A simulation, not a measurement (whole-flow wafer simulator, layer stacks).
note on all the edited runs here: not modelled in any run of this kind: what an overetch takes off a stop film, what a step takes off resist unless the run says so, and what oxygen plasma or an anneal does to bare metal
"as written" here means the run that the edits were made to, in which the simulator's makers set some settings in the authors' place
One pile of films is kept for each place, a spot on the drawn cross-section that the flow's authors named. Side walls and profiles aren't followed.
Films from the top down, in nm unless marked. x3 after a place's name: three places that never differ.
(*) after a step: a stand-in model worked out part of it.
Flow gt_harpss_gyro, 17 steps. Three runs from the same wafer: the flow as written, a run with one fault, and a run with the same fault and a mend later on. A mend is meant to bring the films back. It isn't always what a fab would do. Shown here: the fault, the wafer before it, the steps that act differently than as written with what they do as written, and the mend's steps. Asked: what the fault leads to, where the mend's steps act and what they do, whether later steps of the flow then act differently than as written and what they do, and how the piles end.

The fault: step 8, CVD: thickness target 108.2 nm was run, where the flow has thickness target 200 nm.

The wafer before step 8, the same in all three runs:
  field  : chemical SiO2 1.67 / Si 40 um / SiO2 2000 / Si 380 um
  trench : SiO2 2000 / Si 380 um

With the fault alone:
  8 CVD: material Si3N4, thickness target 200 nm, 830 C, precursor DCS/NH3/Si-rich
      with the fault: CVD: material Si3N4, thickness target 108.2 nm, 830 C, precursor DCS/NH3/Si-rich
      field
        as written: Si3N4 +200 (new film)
        with the fault: Si3N4 +108.2 (new film)
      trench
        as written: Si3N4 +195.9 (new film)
        with the fault: Si3N4 +106.2 (new film)
  Later steps of the flow that act differently than as written:
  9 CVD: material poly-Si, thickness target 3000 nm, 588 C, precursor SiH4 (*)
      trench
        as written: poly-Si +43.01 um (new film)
        with the fault: poly-Si +43 um (new film)
  At the end the piles differ from the flow's by more than 2% or 0.5 nm, whichever is larger, at field, trench.
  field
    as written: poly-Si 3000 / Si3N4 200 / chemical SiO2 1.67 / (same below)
    with the fault: poly-Si 3000 / Si3N4 108.2 / chemical SiO2 1.67 / (same below)
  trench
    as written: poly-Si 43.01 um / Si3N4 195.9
    with the fault: poly-Si 43 um / Si3N4 106.2

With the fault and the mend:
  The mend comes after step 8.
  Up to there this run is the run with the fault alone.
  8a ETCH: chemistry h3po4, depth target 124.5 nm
      field
        Si3N4 -108.2 (all of it)
      trench
        Si3N4 -106.2 (all of it)
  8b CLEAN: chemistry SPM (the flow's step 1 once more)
      changes no film at any place that is followed
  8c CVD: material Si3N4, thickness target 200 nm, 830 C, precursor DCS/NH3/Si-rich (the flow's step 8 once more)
      field
        Si3N4 +200 (new film)
      trench
        Si3N4 +195.9 (new film)
  No later step of the flow acts differently than as written at any place that is followed.
  At the end the piles are the same as the flow's at every place that both follow.
